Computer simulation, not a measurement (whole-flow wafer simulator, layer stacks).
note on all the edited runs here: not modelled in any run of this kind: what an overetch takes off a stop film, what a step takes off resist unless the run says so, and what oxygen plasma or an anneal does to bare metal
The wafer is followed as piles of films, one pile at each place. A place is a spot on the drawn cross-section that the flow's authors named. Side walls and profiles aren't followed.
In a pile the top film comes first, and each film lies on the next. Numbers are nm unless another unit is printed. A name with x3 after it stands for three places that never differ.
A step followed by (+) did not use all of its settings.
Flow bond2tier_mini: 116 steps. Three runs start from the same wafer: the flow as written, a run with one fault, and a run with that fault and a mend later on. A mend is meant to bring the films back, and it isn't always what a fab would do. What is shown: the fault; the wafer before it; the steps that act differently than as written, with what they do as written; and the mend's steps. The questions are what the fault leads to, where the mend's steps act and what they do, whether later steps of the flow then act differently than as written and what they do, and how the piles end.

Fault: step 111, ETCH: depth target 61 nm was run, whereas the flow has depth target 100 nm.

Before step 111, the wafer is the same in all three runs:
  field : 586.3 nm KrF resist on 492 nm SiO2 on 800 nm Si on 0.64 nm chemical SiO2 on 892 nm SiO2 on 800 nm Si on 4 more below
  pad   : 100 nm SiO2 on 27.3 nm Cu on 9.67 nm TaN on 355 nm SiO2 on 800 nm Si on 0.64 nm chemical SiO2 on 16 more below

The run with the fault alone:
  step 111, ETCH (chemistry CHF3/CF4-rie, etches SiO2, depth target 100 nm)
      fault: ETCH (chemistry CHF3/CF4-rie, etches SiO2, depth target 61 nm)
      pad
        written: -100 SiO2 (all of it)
        fault: -61 SiO2
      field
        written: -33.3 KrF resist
        fault: -20.3 KrF resist
  Steps further on in the flow that do not act as written (1 other step is not shown; it differs only slightly, by no more than 2% or 0.5 nm, whichever is larger):
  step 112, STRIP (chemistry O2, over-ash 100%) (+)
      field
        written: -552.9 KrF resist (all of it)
        fault: -565.9 KrF resist (all of it)
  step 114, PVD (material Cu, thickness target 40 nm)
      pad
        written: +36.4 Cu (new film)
        fault: +37.8 Cu (new film)
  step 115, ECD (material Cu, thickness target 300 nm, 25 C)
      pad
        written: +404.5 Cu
        fault: +363.8 Cu
  At pad, the piles at the end differ from the flow's by more than 2% or 0.5 nm, whichever is larger.
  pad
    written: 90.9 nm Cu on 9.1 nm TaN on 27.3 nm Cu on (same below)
    fault: 51.6 nm Cu on 9.45 nm TaN on 39 nm SiO2 on 27.3 nm Cu on (same below)

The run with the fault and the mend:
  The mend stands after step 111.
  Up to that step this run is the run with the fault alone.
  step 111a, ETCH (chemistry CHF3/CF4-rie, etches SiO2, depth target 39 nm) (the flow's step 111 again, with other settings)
      field
        -13 KrF resist
      pad
        -39 SiO2 (all of it)
  Later steps of the flow that are run all act as written at every place that is followed.
  By the end, the piles equal the flow's at every place that both follow.
